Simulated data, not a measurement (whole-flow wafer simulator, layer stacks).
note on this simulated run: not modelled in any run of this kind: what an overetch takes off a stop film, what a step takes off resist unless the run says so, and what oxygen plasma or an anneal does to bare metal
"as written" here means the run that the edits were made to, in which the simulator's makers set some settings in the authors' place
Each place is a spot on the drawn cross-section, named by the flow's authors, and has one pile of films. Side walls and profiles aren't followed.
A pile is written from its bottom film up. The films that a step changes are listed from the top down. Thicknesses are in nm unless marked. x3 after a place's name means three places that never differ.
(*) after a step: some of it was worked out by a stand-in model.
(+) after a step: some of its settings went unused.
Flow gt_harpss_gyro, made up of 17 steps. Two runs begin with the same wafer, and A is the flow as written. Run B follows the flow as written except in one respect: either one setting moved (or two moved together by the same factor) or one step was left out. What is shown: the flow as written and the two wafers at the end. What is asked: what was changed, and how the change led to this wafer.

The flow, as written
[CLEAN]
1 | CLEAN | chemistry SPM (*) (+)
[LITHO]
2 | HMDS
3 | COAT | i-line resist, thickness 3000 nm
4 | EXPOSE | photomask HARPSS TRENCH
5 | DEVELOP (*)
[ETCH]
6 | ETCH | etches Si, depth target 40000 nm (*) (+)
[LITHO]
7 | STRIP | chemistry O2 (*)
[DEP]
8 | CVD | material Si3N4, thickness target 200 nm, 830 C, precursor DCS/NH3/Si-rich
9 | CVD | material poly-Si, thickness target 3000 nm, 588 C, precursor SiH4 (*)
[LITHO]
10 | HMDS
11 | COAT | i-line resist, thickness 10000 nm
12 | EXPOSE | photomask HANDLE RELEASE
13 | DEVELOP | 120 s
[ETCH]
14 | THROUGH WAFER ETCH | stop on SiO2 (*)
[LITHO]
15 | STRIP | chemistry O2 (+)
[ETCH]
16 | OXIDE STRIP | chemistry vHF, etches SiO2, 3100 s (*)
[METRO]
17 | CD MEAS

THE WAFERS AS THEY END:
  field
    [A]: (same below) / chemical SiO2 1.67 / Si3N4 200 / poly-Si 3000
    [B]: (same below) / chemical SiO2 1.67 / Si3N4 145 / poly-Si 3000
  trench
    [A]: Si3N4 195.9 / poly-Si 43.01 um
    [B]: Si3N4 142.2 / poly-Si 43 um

What caused this: step 8, CVD: thickness target 145 nm was run, though the flow has thickness target 200 nm.
The wafer itself shows it: field has Si3N4 145, and step 8 as written asks for 200 nm.

How this came from the change, step by step:
  8 | CVD | material Si3N4, thickness target 200 nm, 830 C, precursor DCS/NH3/Si-rich
      field: A +200 Si3N4 (new film) | B +145 Si3N4 (new film)
      trench: A +195.9 Si3N4 (new film) | B +142.2 Si3N4 (new film)
  9 | CVD | material poly-Si, thickness target 3000 nm, 588 C, precursor SiH4 (*)
      trench: A +43.01 um poly-Si (new film) | B +43 um poly-Si (new film)
